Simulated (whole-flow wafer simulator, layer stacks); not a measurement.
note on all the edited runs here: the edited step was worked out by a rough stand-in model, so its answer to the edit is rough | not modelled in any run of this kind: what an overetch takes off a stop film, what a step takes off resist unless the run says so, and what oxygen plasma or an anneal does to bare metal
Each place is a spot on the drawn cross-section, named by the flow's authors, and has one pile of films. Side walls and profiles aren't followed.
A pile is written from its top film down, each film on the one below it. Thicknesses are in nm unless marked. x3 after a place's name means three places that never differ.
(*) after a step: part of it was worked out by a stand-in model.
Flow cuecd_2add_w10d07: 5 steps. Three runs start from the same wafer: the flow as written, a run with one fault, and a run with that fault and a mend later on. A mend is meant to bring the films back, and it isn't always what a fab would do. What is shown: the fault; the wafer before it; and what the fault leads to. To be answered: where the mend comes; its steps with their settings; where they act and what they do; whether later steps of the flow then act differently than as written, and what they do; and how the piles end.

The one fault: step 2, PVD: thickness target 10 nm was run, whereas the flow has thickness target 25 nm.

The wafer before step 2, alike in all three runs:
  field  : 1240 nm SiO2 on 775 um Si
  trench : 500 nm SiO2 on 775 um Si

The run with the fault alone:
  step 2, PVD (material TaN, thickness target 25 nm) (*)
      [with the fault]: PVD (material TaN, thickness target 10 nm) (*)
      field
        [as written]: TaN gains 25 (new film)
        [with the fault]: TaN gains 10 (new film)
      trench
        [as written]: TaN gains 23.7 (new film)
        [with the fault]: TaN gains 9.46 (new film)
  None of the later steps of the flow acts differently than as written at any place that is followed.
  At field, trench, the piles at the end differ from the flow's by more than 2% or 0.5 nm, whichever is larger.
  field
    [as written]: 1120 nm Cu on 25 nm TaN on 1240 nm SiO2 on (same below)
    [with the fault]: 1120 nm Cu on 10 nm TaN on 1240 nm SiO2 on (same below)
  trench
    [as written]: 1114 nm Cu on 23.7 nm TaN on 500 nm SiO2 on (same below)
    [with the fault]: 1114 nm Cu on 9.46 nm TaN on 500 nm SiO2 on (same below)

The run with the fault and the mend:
  The mend follows step 2.
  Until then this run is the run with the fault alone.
  step 2a, PVD (material TaN, thickness target 15 nm) (*) (a further turn of the flow's step 2, with different settings)
      field
        TaN gains 15
      trench
        TaN gains 14.2
  None of the later steps of the flow acts differently than as written at any place that is followed.
  The piles end the same as the flow's at every place that both follow.
